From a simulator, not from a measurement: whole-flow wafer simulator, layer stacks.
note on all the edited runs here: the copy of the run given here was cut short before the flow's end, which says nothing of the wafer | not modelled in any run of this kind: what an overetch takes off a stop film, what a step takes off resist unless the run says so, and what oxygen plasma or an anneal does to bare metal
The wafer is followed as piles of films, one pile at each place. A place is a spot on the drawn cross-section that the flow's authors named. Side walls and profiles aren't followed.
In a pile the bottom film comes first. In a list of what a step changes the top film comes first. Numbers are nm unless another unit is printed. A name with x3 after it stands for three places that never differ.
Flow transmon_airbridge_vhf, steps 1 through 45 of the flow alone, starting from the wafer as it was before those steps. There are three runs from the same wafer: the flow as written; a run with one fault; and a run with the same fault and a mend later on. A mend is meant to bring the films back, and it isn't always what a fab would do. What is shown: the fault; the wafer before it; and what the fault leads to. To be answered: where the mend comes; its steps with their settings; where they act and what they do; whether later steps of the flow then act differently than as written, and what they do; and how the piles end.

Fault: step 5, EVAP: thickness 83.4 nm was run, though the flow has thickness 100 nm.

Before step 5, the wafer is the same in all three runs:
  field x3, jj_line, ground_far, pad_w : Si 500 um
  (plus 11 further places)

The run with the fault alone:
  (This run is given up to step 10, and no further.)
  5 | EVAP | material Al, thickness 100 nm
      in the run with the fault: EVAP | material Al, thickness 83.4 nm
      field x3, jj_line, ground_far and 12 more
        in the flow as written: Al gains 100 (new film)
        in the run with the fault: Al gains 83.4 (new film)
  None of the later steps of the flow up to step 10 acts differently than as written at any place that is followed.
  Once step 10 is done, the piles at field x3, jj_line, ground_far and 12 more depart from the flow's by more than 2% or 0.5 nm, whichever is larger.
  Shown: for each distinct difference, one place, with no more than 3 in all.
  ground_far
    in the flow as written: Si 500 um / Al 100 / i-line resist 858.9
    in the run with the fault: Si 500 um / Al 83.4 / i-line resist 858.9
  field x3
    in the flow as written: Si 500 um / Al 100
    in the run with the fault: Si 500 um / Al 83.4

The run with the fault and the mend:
  The mend stands after step 5.
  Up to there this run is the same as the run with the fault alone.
  5a | EVAP | material Al, thickness 16.6 nm (a further turn of the flow's step 5, with different settings)
      field x3, jj_line, ground_far and 12 more
        Al gains 16.6
  None of the later steps of the flow acts differently than as written at any place that is followed.
  The piles end the same as the flow's at every place that both follow.
